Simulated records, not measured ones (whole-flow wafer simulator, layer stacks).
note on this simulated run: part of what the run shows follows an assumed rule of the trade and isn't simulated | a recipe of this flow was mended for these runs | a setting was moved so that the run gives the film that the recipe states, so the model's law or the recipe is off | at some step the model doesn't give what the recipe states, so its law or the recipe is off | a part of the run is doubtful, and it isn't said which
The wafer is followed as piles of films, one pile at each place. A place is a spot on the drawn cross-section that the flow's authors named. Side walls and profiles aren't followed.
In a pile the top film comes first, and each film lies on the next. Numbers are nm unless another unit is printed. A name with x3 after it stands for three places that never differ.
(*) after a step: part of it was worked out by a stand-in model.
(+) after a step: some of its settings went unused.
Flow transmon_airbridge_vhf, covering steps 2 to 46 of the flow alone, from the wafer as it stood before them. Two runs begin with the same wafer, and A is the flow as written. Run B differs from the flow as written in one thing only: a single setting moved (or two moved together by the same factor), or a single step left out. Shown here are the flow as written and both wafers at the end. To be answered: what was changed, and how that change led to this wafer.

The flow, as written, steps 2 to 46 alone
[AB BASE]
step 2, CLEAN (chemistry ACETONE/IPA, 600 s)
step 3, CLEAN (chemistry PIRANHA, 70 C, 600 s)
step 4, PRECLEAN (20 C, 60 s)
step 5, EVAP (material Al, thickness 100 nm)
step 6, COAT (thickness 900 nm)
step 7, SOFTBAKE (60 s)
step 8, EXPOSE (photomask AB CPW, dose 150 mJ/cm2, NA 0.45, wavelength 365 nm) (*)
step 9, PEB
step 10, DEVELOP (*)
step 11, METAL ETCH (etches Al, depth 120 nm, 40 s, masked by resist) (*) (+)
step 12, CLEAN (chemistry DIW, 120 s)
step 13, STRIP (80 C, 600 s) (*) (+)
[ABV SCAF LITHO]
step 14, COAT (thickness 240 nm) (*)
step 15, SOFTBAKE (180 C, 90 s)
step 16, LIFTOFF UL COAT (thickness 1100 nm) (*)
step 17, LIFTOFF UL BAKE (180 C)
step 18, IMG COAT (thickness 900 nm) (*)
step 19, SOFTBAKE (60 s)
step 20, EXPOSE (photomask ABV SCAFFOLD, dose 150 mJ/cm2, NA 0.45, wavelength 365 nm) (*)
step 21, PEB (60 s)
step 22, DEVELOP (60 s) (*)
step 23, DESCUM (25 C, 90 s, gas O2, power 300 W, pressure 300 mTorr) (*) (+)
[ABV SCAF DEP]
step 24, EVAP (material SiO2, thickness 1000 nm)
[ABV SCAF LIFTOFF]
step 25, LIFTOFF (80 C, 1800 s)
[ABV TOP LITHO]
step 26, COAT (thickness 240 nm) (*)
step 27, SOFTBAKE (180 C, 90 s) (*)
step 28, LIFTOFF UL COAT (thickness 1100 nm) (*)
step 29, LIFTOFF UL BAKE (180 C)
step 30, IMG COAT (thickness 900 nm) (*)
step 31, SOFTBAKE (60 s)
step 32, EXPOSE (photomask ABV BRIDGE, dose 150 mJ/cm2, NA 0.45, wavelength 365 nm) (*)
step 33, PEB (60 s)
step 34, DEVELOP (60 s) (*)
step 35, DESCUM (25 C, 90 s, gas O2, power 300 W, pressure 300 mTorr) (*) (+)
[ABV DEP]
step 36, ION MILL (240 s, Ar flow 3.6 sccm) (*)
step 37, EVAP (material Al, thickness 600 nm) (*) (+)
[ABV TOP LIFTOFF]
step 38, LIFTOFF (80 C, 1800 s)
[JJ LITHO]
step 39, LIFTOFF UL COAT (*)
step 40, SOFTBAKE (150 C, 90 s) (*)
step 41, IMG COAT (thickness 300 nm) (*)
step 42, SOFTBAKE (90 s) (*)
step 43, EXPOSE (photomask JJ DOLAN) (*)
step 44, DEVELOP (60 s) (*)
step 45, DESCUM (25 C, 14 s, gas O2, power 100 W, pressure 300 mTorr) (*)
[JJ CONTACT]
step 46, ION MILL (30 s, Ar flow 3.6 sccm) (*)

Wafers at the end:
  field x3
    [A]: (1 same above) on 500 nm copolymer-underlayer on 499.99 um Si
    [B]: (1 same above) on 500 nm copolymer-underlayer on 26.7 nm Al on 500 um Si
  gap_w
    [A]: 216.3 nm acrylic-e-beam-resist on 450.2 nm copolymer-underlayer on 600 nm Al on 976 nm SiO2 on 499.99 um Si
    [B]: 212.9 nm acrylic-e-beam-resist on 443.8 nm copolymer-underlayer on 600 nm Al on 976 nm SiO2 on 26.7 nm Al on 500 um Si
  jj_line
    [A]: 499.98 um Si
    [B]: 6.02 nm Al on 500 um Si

Cause: step 11, METAL ETCH: depth 60 nm was run, whereas the flow has depth 120 nm; step 11, METAL ETCH: 20 s was run, where the flow has 40 s.

Step by step, how the change led to this:
  step 11, METAL ETCH (etches Al, depth 120 nm, 40 s, masked by resist) (*) (+)
      field x3, jj_line, gap_w, gap_e: A Al loses 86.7 (all of it), Si loses 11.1 | B Al loses 60
      ground_far, pad_w, flank_w and 8 more: A i-line-resist loses 60 | B i-line-resist loses 30
  step 13, STRIP (80 C, 600 s) (*) (+)
      ground_far, pad_w, flank_w and 8 more: A i-line-resist loses 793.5 (all of it) | B i-line-resist loses 823.5 (all of it)
  step 14, COAT (thickness 240 nm) (*)
      flank_w, flank_e: A acrylic-e-beam-resist gains 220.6 (new film) | B acrylic-e-beam-resist gains 226.6 (new film)
  step 23, DESCUM (25 C, 90 s, gas O2, power 300 W, pressure 300 mTorr) (*) (+)
      flank_w, flank_e: A acrylic-e-beam-resist loses 220.6 (all of it) | B acrylic-e-beam-resist loses 226.6 (all of it)
  step 26, COAT (thickness 240 nm) (*)
      flank_w, flank_e: A acrylic-e-beam-resist gains 155.2 (new film) | B acrylic-e-beam-resist gains 160 (new film)
  step 35, DESCUM (25 C, 90 s, gas O2, power 300 W, pressure 300 mTorr) (*) (+)
      flank_w, flank_e: A acrylic-e-beam-resist loses 155.2 (all of it) | B acrylic-e-beam-resist loses 160 (all of it)
  step 41, IMG COAT (thickness 300 nm) (*)
      flank_w, flank_e: A acrylic-e-beam-resist gains 217.1 (new film) | B acrylic-e-beam-resist gains 222.3 (new film)
  step 46, ION MILL (30 s, Ar flow 3.6 sccm) (*)
      jj_line: A Si loses 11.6 | B Al loses 20.6
Taking metal films that touch as one body, field x3 has 1 body; the flow as written gives 0 bodies.
Taking metal films that touch as one body, gap_w has 2 bodies (between them, from the top down: SiO2 976); the flow as written gives 1 body.
Taking metal films that touch as one body, jj_line has 1 body; the flow as written gives 0 bodies.
